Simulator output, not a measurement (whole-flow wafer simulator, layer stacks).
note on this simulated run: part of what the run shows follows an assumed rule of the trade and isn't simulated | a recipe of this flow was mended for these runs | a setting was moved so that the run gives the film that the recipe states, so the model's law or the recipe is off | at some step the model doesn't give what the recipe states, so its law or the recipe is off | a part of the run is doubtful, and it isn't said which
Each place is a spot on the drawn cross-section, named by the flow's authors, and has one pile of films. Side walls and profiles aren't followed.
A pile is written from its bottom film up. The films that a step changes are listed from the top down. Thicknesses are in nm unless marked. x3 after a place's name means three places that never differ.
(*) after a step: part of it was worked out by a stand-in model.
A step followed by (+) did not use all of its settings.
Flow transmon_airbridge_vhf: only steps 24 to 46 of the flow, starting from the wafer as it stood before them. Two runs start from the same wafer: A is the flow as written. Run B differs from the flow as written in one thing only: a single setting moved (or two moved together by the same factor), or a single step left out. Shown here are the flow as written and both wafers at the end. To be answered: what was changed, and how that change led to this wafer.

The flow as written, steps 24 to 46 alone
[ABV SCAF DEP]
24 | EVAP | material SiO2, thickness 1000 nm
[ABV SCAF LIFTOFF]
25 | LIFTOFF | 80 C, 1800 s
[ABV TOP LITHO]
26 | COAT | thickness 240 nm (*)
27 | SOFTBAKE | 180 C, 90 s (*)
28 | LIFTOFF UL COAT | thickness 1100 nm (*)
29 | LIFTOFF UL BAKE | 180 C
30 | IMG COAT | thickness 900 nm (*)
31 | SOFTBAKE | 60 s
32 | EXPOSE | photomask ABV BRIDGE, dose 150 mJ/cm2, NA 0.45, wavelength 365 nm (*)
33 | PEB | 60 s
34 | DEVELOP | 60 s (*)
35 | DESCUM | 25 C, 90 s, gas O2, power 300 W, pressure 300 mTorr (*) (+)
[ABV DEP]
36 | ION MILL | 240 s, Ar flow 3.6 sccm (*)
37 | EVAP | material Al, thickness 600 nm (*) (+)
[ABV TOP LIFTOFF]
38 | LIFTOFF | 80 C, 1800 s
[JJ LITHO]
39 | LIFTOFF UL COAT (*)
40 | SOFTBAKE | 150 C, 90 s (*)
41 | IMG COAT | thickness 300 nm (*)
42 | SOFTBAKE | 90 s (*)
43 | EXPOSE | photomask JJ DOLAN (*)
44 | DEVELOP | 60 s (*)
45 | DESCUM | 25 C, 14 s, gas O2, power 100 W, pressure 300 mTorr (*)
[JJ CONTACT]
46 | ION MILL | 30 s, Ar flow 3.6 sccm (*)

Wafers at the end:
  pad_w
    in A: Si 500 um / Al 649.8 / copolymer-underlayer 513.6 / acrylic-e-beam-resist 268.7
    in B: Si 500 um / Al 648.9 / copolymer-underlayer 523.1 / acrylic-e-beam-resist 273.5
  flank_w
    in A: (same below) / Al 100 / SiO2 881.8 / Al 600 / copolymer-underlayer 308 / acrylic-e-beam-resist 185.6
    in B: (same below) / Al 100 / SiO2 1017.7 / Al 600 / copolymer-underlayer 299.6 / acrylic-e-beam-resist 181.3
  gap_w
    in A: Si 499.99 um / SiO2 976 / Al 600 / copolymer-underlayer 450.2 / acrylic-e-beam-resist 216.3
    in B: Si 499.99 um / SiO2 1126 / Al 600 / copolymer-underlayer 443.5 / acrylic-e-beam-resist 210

The reason: step 24, EVAP: thickness 1150 nm was run, though the flow has thickness 1000 nm.

Step by step, how the change led to this:
  24 | EVAP | material SiO2, thickness 1000 nm
      field x3, jj_line, ground_far and 10 more: A SiO2 gains 1000 (new film) | B SiO2 gains 1150 (new film)
      flank_w, flank_e: A SiO2 gains 905.8 (new film) | B SiO2 gains 1041.7 (new film)
  25 | LIFTOFF | 80 C, 1800 s
      field x3, jj_line, trace_open_s x2: A SiO2 loses 1000 (all of it), i-line-resist loses 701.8 (all of it), lift-off-underlayer loses 1100 (all of it), acrylic-e-beam-resist loses 240 (all of it) | B SiO2 loses 1150 (all of it), i-line-resist loses 701.8 (all of it), lift-off-underlayer loses 1100 (all of it), acrylic-e-beam-resist loses 240 (all of it)
      pad_w, pad_e: A SiO2 loses 1000 (all of it), i-line-resist loses 696.3 (all of it), lift-off-underlayer loses 1089.9 (all of it), acrylic-e-beam-resist loses 239.3 (all of it) | B SiO2 loses 1150 (all of it), i-line-resist loses 696.3 (all of it), lift-off-underlayer loses 1089.9 (all of it), acrylic-e-beam-resist loses 239.3 (all of it)
      (also at 1 further place)
  26 | COAT | thickness 240 nm (*)
      flank_w, flank_e: A acrylic-e-beam-resist gains 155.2 (new film) | B acrylic-e-beam-resist gains 150.6 (new film)
      gap_w, gap_e: A acrylic-e-beam-resist gains 211.2 (new film) | B acrylic-e-beam-resist gains 204.6 (new film)
      (also at 5 further places)
  28 | LIFTOFF UL COAT | thickness 1100 nm (*)
      gap_w, gap_e: A lift-off-underlayer gains 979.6 (new film) | B lift-off-underlayer gains 959 (new film)
      margin_s, margin_n: A lift-off-underlayer gains 823.4 (new film) | B lift-off-underlayer gains 789.4 (new film)
      (also at 3 further places)
  30 | IMG COAT | thickness 900 nm (*)
      gap_w, gap_e: A i-line-resist gains 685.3 (new film) | B i-line-resist gains 652.7 (new film)
      margin_s, margin_n: A i-line-resist gains 603.2 (new film) | B i-line-resist gains 555.6 (new film)
      (also at 4 further places)
  33 | PEB | 60 s
      flank_w, flank_e: A i-line-resist loses 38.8 | B i-line-resist loses 37.3
      gap_w, gap_e: A i-line-resist loses 35 | B i-line-resist loses 33.3
      (also at 5 further places)
  34 | DEVELOP | 60 s (*)
      gap_w, gap_e: A i-line-resist loses 650.2 (all of it), lift-off-underlayer loses 979.6 (all of it) | B i-line-resist loses 619.4 (all of it), lift-off-underlayer loses 959 (all of it)
      flank_w: A i-line-resist loses 716.4 (all of it), lift-off-underlayer loses 832.3 (all of it) | B i-line-resist loses 690.9 (all of it), lift-off-underlayer loses 799.1 (all of it)
      (also at 3 further places)
  35 | DESCUM | 25 C, 90 s, gas O2, power 300 W, pressure 300 mTorr (*) (+)
      flank_w, flank_e: A acrylic-e-beam-resist loses 155.2 (all of it) | B acrylic-e-beam-resist loses 150.6 (all of it)
      gap_w, gap_e: A acrylic-e-beam-resist loses 211.2 (all of it) | B acrylic-e-beam-resist loses 204.6 (all of it)
      (also at 3 further places)
  38 | LIFTOFF | 80 C, 1800 s
      margin_s, margin_n: A Al loses 600 (all of it), i-line-resist loses 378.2 (all of it), lift-off-underlayer loses 823.4 (all of it), acrylic-e-beam-resist loses 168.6 (all of it) | B Al loses 600 (all of it), i-line-resist loses 330.1 (all of it), lift-off-underlayer loses 789.4 (all of it), acrylic-e-beam-resist loses 160.2 (all of it)
  39 | LIFTOFF UL COAT (*)
      flank_w, flank_e: A copolymer-underlayer gains 308 (new film) | B copolymer-underlayer gains 299.6 (new film)
      margin_s, margin_n: A copolymer-underlayer gains 446.3 (new film) | B copolymer-underlayer gains 435.4 (new film)
  41 | IMG COAT | thickness 300 nm (*)
      gap_w, gap_e: A acrylic-e-beam-resist gains 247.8 (new film) | B acrylic-e-beam-resist gains 241.5 (new film)
      margin_s, margin_n: A acrylic-e-beam-resist gains 249.2 (new film) | B acrylic-e-beam-resist gains 239.9 (new film)
      (also at 2 further places)
